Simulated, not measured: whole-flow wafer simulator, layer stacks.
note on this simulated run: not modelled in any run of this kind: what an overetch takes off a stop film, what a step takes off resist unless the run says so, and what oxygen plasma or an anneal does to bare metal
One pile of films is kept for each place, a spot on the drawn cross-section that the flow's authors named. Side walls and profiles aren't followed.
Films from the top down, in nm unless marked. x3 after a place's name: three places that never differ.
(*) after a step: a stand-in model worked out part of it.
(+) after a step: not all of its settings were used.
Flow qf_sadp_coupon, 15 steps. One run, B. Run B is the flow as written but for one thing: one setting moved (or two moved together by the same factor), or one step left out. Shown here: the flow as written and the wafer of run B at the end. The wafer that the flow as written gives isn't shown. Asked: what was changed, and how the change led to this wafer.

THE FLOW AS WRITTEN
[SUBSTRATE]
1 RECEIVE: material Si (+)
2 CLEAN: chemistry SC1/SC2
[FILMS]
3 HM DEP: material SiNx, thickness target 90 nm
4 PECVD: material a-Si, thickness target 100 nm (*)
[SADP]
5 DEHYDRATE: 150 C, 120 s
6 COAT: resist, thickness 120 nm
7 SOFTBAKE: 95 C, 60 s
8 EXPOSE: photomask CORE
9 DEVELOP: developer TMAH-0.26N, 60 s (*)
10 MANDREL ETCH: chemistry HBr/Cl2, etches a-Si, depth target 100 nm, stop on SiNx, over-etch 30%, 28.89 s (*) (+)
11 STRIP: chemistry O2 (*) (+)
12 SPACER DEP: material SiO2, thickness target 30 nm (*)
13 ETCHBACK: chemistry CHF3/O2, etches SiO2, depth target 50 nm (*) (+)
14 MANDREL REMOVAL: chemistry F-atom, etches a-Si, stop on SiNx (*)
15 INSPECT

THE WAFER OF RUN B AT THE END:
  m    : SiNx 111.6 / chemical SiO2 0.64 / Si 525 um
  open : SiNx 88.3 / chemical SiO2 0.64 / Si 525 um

The cause: step 3, HM DEP: thickness target 111.6 nm was run, where the flow has thickness target 90 nm.
It can be read off the wafer: m has SiNx 111.6, and step 3 as written asks for 90 nm.

How the change led to this, step by step:
  3 HM DEP: material SiNx, thickness target 90 nm
      m, open: SiNx +111.6 (new film) (as written it would be: SiNx +90 (new film))
